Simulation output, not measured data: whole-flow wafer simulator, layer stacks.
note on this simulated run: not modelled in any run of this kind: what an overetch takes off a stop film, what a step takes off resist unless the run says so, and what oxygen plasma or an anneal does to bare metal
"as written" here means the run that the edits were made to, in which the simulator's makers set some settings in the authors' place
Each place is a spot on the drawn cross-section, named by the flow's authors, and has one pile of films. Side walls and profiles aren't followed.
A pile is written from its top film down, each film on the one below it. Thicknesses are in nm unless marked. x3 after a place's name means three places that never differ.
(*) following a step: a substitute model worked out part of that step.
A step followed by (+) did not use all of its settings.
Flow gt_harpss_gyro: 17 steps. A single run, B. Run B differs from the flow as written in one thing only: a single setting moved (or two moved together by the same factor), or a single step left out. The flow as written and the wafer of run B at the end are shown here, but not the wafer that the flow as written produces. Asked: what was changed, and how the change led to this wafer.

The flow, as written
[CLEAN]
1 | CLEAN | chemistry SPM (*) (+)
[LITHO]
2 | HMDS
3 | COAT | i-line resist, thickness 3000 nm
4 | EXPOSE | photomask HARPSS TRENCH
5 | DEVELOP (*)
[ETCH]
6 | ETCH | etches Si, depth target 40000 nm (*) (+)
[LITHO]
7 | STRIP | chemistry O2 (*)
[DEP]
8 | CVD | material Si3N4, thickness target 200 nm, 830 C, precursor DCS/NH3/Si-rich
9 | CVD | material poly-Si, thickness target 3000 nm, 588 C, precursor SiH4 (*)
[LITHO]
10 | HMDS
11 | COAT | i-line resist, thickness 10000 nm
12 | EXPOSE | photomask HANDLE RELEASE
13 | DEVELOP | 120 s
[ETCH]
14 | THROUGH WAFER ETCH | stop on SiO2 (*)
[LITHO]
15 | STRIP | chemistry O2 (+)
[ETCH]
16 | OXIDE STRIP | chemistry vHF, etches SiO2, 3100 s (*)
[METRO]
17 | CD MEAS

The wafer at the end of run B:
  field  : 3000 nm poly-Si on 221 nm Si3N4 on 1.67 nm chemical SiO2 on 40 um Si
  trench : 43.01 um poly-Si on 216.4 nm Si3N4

The reason: step 8, CVD: thickness target 221 nm was run, though the flow has thickness target 200 nm.
The wafer lets one read it off: field has Si3N4 221, and step 8 as written asks for 200 nm.

The path from the change to this, step by step:
  8 | CVD | material Si3N4, thickness target 200 nm, 830 C, precursor DCS/NH3/Si-rich
      field: Si3N4 gains 221 (new film) (as written it would have been: Si3N4 gains 200 (new film))
      trench: Si3N4 gains 216.4 (new film) (as written it would have been: Si3N4 gains 195.9 (new film))
